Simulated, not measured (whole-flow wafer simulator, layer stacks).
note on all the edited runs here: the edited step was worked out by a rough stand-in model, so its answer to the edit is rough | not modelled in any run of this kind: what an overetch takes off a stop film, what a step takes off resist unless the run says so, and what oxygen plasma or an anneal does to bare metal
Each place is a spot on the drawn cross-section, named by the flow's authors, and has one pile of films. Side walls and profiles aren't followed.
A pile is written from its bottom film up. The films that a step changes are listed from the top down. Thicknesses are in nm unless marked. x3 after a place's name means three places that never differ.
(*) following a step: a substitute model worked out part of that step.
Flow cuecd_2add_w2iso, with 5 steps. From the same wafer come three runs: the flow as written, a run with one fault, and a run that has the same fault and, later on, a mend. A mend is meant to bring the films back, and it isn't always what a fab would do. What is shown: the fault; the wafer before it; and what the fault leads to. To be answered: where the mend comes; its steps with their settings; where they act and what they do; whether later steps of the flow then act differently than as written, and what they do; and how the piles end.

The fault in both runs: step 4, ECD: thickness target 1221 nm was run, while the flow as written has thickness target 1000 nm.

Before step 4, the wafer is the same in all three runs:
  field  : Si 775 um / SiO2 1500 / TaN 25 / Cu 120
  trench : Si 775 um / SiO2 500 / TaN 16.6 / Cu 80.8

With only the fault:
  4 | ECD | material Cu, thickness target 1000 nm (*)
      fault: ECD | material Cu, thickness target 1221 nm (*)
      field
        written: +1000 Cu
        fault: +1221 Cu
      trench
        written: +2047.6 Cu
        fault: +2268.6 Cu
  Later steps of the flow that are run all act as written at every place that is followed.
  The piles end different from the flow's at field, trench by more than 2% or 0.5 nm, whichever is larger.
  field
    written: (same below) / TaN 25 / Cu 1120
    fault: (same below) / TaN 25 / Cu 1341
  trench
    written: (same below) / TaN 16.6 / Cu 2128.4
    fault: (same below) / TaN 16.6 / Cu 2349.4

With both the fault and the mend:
  The mend stands after step 5.
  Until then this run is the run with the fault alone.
  5a | ETCH | chemistry cu recess dil, depth target 221 nm
      field, trench
        -221 Cu
  Later steps of the flow that are run all act as written at every place that is followed.
  By the end, the piles equal the flow's at every place that both follow.
